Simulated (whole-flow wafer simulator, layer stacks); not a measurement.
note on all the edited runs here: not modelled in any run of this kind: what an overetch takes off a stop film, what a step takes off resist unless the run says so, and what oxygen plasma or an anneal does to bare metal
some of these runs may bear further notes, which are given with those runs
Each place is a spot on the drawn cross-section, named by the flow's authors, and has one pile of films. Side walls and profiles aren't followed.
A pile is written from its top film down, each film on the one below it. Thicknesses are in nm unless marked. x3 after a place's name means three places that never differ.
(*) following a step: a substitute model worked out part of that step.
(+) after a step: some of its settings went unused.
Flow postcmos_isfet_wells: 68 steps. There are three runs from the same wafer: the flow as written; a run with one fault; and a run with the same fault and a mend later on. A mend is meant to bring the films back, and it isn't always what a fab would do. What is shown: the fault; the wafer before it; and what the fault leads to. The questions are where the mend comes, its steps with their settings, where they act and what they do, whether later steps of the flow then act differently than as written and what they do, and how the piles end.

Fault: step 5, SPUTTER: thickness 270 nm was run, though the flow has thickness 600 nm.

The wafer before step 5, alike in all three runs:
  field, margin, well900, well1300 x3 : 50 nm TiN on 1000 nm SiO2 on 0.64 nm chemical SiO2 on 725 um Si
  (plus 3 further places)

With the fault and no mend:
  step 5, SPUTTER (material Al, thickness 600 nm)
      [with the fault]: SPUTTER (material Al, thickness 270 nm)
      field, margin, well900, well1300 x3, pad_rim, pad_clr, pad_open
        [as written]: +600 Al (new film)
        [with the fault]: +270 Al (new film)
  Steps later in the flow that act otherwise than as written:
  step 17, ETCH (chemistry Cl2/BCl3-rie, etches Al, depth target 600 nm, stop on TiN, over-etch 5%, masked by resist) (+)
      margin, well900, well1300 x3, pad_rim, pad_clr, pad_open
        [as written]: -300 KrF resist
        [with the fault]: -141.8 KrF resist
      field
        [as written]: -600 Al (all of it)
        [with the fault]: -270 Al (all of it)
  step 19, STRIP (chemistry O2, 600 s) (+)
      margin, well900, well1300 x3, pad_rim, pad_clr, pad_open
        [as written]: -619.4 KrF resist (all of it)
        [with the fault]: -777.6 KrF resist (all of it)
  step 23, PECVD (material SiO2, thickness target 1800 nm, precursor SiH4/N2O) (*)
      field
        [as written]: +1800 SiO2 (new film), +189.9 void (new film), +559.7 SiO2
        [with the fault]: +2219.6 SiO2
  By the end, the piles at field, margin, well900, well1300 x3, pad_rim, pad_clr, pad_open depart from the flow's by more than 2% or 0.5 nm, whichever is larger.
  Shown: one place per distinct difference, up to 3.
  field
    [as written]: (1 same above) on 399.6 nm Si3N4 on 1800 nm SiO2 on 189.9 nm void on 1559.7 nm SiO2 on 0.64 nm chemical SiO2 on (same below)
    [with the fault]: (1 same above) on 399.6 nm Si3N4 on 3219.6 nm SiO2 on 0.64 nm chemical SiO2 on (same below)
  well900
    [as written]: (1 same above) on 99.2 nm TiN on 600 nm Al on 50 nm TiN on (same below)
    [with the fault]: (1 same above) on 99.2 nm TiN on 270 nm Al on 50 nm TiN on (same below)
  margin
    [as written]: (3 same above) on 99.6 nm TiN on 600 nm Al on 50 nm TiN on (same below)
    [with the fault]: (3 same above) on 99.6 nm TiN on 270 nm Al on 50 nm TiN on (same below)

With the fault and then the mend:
  The mend follows step 5.
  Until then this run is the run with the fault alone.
  step 5a, SPUTTER (material Al, thickness 330 nm) (a further turn of the flow's step 5, with different settings)
      field, margin, well900, well1300 x3, pad_rim, pad_clr, pad_open
        +330 Al
  Every later step of the flow that is run acts as written at every place that is followed.
  At every place that both follow, the piles at the end match the flow's.
